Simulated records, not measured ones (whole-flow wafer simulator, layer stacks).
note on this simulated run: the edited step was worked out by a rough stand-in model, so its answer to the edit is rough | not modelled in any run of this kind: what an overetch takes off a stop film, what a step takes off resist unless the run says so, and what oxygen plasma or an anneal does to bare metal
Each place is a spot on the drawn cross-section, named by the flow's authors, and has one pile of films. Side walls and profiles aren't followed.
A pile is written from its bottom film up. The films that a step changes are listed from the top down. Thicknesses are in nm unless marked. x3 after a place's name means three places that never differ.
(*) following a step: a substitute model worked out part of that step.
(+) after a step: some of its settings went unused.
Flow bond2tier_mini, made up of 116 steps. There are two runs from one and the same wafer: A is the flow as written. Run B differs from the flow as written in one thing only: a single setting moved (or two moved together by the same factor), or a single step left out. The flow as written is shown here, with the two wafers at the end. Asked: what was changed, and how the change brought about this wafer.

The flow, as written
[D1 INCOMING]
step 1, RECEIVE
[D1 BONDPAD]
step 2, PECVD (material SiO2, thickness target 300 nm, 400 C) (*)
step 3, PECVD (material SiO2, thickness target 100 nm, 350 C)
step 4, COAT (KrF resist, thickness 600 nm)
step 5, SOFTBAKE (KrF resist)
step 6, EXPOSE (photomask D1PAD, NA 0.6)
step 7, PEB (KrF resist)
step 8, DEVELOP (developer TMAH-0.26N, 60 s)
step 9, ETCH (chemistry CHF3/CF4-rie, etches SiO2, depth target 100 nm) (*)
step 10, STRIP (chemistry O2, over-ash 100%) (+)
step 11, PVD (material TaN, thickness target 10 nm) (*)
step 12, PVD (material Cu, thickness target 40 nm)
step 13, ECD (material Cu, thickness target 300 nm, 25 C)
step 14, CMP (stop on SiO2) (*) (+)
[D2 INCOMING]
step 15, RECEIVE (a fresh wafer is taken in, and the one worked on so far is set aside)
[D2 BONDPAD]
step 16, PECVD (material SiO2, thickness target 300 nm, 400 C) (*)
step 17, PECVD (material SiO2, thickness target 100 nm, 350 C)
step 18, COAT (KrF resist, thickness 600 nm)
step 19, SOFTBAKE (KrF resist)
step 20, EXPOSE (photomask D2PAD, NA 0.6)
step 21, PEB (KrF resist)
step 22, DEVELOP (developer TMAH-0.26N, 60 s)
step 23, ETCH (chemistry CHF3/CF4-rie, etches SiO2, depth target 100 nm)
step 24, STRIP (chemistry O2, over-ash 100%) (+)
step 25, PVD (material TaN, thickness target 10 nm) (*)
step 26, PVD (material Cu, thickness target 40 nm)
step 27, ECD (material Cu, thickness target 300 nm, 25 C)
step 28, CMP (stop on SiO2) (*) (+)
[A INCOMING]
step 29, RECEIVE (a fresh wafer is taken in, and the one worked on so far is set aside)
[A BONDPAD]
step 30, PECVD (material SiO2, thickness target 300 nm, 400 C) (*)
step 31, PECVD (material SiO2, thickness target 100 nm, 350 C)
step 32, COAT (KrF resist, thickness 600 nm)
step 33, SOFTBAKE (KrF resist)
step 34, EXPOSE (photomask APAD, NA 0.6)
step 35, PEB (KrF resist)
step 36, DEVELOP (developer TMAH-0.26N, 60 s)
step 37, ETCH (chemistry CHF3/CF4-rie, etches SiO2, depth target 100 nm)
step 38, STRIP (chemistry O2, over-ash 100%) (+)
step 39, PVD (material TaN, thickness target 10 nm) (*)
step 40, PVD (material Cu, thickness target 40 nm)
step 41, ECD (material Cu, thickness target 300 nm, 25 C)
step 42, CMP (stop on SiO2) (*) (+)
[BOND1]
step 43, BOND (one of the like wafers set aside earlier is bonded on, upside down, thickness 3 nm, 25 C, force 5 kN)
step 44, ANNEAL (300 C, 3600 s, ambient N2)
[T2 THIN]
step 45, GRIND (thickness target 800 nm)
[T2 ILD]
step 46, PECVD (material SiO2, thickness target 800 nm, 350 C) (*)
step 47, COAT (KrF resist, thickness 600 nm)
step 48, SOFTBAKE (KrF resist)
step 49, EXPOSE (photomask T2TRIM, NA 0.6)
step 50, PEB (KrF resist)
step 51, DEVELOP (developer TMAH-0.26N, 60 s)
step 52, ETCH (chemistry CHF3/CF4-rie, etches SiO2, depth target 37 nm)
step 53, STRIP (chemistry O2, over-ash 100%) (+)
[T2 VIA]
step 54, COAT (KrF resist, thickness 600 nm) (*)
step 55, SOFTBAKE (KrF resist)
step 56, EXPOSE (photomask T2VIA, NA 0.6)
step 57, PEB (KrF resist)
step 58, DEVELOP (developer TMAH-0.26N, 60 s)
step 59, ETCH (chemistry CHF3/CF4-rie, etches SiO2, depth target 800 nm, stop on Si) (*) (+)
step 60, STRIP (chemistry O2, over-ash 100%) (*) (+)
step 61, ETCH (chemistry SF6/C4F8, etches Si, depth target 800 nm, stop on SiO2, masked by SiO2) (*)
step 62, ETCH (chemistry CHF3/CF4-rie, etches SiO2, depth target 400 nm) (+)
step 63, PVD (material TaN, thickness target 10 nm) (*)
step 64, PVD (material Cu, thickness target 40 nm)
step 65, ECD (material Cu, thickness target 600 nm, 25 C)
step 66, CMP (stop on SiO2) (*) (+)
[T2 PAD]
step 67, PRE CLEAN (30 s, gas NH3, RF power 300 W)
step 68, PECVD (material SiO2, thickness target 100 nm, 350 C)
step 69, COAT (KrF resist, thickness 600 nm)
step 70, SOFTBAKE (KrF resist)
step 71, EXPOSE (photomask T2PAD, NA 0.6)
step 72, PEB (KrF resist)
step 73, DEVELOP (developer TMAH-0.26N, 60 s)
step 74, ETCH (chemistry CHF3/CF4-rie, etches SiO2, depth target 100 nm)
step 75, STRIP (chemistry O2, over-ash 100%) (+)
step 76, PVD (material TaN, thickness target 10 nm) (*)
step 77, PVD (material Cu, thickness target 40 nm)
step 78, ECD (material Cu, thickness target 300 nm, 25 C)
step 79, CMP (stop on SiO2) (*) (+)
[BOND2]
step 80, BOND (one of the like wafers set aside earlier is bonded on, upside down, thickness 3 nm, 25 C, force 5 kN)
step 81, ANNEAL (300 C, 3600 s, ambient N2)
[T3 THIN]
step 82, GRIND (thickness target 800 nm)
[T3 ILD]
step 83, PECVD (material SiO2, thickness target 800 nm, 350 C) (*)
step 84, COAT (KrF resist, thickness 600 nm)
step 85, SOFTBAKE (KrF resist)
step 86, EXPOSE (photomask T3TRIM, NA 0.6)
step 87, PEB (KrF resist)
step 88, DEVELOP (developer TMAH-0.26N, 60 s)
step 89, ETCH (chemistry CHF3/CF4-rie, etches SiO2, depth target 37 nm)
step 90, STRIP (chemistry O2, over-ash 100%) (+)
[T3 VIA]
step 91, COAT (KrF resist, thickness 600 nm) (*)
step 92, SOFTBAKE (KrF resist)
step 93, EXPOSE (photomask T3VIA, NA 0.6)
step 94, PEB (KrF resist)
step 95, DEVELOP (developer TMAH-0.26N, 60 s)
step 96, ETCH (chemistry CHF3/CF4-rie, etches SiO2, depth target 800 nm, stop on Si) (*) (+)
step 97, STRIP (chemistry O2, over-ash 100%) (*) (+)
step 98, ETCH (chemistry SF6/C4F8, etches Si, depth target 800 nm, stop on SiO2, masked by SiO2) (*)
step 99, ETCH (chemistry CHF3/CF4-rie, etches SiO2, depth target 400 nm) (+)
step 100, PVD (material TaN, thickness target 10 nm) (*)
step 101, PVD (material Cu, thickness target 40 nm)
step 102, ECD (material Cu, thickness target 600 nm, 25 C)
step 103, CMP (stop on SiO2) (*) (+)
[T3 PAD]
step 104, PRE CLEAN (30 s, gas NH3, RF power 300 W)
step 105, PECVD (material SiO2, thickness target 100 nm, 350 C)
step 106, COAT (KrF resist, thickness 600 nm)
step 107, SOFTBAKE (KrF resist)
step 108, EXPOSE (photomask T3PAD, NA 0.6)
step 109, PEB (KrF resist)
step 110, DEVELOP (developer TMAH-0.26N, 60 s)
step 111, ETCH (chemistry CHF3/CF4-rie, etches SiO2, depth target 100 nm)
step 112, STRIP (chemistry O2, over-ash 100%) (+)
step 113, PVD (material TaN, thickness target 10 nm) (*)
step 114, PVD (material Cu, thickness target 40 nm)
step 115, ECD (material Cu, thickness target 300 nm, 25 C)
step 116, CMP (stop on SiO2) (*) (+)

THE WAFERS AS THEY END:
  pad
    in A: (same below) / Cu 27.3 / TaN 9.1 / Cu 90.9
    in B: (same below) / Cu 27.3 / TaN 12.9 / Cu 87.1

Cause: step 113, PVD: thickness target 14.2 nm was run, though the flow has thickness target 10 nm.

Step by step, how the change led to this:
  step 113, PVD (material TaN, thickness target 10 nm) (*)
      field: A TaN gains 10 (new film) | B TaN gains 14.2 (new film)
      pad: A TaN gains 9.1 (new film) | B TaN gains 12.9 (new film)
  step 116, CMP (stop on SiO2) (*) (+)
      field: A Cu loses 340 (all of it), TaN loses 10 (all of it) | B Cu loses 340 (all of it), TaN loses 14.2 (all of it)
